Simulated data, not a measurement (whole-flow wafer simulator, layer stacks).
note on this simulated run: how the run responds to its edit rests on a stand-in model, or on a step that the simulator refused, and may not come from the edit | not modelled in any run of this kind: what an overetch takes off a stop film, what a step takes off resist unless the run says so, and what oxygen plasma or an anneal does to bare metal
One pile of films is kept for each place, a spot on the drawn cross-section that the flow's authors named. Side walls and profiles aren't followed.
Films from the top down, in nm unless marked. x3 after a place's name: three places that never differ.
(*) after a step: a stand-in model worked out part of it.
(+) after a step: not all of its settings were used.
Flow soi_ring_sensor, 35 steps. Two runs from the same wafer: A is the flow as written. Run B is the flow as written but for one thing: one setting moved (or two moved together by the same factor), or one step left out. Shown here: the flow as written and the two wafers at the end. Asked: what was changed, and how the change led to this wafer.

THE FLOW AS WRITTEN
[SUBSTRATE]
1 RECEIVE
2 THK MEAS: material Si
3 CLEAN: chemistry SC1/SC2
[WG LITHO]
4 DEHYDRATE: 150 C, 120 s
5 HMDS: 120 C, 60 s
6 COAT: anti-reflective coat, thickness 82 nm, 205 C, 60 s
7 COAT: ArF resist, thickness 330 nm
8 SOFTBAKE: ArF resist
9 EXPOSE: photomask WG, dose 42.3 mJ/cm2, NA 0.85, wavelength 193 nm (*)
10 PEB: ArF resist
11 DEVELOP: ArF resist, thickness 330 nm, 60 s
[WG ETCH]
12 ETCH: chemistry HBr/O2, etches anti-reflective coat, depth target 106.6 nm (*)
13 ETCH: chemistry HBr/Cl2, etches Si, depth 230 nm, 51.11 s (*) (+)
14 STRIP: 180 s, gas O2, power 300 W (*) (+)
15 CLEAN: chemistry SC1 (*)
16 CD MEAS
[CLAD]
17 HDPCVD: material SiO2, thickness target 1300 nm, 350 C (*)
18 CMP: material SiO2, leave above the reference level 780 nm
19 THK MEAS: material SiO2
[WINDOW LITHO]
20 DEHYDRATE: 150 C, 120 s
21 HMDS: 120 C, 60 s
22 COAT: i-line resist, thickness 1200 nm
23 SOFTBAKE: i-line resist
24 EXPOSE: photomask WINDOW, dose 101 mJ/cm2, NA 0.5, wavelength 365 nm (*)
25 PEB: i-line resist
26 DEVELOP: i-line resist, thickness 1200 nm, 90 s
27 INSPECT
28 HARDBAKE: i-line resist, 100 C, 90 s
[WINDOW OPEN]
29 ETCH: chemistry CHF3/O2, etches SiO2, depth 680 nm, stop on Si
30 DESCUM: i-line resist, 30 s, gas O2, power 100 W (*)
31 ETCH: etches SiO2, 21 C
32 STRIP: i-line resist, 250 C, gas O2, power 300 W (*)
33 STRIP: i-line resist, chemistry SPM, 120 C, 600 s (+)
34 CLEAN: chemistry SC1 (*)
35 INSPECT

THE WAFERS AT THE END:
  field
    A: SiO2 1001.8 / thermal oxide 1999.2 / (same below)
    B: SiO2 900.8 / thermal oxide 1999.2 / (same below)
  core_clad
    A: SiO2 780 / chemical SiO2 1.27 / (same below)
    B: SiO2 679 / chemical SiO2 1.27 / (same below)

The cause: step 18, CMP: leave above the reference level 679 nm was run, where the flow has leave above the reference level 780 nm.
It can be read off the wafer: core_clad has SiO2 679, and step 18 as written asks for 780 nm.

How the change led to this, step by step:
  18 CMP: material SiO2, leave above the reference level 780 nm
      gap, window, field, gap_clad: A SiO2 -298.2 | B SiO2 -399.2
      core, core_clad: A SiO2 -520 | B SiO2 -621
  29 ETCH: chemistry CHF3/O2, etches SiO2, depth 680 nm, stop on Si
      core: A SiO2 -680 | B SiO2 -679 (all of it), chemical SiO2 -1.27 (all of it)
  31 ETCH: etches SiO2, 21 C
      core: A SiO2 -100 (all of it), chemical SiO2 -1.27 (all of it) | B nothing
